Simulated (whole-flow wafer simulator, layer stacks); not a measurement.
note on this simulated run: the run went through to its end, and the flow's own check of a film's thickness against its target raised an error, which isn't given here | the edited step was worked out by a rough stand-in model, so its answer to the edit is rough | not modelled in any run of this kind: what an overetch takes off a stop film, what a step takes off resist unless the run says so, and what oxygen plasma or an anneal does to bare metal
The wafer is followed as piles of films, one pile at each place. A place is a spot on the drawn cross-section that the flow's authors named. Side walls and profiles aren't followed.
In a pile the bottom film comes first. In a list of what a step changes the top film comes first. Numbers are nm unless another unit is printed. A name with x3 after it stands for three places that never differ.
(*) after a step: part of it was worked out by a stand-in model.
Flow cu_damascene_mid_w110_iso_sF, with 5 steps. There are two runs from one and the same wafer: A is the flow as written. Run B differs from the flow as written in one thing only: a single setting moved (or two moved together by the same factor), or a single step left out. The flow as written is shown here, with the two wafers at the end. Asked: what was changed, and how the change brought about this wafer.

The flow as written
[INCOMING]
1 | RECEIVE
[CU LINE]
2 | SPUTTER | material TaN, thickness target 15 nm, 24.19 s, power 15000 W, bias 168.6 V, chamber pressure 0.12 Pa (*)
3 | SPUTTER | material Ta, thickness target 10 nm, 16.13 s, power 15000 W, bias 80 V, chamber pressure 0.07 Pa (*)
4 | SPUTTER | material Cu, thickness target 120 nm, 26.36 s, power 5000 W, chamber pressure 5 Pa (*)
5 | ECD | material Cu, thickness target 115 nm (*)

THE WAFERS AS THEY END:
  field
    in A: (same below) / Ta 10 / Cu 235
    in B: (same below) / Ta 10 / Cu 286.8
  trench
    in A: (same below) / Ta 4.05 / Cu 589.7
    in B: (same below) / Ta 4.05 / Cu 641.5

The reason: step 5, ECD: thickness target 166.8 nm was run, whereas the flow has thickness target 115 nm.

Step by step, how the change led to this:
  5 | ECD | material Cu, thickness target 115 nm (*)
      field: A Cu gains 115 | B Cu gains 166.8
      trench: A Cu gains 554 | B Cu gains 605.8
